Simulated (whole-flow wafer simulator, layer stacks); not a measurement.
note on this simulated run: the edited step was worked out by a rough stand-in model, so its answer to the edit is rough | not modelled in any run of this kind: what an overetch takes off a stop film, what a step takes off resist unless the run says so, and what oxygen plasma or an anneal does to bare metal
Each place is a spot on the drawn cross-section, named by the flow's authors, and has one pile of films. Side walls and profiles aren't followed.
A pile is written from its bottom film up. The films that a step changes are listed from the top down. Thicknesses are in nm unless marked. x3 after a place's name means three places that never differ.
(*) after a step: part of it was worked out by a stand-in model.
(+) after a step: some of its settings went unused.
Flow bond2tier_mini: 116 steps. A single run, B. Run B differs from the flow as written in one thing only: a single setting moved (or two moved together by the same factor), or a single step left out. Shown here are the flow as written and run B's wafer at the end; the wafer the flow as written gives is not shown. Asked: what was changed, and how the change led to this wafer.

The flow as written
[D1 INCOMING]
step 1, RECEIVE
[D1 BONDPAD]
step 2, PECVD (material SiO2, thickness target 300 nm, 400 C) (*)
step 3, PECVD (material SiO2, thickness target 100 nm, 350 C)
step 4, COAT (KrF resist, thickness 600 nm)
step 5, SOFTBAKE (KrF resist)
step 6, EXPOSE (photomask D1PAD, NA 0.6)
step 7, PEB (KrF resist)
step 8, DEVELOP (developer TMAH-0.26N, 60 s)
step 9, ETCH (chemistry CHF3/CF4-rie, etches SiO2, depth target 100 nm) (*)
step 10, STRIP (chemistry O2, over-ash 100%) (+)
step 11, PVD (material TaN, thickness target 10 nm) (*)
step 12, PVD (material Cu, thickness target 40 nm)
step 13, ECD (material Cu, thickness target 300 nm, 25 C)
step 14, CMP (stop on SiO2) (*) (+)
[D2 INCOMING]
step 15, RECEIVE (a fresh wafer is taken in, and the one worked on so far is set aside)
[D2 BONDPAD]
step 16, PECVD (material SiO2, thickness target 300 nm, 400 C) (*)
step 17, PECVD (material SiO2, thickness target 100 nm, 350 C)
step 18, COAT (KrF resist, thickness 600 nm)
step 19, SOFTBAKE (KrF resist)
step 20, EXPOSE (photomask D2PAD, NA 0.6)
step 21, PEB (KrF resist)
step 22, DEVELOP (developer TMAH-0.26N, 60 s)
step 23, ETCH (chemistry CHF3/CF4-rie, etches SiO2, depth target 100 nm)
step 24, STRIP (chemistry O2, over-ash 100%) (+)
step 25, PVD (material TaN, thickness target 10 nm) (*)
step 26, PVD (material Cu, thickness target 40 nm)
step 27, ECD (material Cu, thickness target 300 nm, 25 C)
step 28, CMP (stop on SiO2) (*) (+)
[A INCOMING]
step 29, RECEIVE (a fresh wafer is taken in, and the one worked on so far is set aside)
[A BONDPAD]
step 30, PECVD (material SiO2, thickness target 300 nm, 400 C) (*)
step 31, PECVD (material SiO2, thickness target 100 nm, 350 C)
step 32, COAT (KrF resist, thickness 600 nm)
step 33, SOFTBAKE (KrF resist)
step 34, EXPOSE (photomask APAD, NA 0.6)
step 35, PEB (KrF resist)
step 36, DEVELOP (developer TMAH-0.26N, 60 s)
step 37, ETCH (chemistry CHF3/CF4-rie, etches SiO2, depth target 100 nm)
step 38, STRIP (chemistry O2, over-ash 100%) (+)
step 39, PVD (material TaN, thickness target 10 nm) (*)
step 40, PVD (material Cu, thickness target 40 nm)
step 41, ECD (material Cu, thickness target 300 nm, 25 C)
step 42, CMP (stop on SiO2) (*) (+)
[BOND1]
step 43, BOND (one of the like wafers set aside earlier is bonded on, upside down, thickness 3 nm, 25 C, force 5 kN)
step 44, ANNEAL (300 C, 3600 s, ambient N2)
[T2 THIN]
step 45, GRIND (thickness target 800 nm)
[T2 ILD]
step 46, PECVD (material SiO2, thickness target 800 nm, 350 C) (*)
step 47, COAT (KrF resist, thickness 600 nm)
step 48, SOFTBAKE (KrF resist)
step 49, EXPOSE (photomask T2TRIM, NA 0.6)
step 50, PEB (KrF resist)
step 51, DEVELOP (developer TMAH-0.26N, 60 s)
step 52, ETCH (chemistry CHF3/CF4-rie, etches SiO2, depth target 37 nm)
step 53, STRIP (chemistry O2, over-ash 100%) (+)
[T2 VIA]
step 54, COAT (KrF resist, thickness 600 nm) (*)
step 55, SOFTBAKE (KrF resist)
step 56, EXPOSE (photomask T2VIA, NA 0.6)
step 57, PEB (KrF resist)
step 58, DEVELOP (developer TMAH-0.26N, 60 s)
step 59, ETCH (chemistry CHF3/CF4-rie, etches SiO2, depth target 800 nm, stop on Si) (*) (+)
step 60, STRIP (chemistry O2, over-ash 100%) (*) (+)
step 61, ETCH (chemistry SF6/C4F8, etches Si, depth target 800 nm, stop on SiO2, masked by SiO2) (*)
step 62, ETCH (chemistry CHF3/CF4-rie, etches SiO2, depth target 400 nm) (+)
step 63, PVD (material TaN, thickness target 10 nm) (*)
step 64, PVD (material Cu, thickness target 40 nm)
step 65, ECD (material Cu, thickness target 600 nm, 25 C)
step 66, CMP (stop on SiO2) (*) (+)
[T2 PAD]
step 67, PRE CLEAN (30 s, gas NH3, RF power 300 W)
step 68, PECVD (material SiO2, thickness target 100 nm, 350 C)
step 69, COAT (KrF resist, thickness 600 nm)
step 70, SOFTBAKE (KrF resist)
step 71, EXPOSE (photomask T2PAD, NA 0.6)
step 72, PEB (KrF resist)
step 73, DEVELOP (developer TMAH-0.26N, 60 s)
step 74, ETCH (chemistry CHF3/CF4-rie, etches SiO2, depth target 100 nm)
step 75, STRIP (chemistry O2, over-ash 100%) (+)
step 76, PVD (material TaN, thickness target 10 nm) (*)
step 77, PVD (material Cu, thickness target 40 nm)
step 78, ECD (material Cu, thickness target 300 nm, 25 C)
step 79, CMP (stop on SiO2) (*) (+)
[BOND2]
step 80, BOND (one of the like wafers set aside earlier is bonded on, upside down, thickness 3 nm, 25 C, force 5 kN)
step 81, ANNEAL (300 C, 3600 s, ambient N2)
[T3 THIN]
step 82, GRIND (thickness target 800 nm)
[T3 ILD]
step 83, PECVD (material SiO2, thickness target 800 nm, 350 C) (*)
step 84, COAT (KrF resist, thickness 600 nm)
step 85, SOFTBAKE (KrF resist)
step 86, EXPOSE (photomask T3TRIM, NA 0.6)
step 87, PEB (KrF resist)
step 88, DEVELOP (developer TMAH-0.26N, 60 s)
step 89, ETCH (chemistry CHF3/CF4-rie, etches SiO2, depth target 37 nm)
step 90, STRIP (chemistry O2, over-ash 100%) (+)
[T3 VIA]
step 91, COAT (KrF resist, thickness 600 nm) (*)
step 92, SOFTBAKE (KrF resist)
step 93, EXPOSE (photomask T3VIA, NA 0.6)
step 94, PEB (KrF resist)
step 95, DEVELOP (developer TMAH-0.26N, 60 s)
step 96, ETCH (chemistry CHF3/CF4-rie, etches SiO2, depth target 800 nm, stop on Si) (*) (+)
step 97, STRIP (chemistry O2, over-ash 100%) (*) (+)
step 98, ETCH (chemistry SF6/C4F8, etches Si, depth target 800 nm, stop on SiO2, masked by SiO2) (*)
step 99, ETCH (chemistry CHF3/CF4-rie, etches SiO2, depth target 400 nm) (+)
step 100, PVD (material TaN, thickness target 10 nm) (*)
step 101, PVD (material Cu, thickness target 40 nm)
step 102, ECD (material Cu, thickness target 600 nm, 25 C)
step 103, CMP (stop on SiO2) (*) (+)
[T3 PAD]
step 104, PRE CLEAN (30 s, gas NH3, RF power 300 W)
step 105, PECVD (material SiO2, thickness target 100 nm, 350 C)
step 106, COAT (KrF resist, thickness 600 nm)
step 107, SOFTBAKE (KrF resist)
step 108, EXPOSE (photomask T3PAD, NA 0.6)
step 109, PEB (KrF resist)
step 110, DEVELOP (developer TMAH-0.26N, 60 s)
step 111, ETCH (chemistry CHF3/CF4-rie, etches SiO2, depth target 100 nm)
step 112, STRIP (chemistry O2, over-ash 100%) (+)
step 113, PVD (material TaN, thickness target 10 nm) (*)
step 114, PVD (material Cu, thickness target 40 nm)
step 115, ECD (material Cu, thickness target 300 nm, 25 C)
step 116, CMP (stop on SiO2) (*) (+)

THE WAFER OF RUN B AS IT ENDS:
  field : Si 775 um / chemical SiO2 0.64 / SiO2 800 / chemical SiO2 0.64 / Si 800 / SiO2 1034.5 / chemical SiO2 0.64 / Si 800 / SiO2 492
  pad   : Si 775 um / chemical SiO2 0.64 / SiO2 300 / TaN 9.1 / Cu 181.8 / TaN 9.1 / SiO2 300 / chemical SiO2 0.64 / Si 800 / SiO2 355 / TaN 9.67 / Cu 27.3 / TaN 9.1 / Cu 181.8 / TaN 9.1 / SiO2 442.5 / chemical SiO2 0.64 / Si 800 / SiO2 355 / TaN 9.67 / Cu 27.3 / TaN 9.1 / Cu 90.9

What caused this: step 16, PECVD: thickness target 442.5 nm was run, whereas the flow has thickness target 300 nm.
One can read it off the wafer: pad has SiO2 442.5, and step 16 as written asks for 300 nm.

The path from the change to this, step by step:
  step 16, PECVD (material SiO2, thickness target 300 nm, 400 C) (*)
      field, pad, via: SiO2 gains 442.5 (new film) (as written it would have been: SiO2 gains 300 (new film))
  step 80, BOND (one of the like wafers set aside earlier is bonded on, upside down, thickness 3 nm, 25 C, force 5 kN)
      field: Si gains 775 um (new film), chemical SiO2 gains 0.64 (new film), SiO2 gains 542.5 (as written it would have been: Si gains 775 um (new film), chemical SiO2 gains 0.64 (new film), SiO2 gains 400)
      pad: Si gains 775 um (new film), chemical SiO2 gains 0.64 (new film), SiO2 gains 442.5 (new film), TaN gains 9.1 (new film), Cu gains 90.9 (as written it would have been: Si gains 775 um (new film), chemical SiO2 gains 0.64 (new film), SiO2 gains 300 (new film), TaN gains 9.1 (new film), Cu gains 90.9)
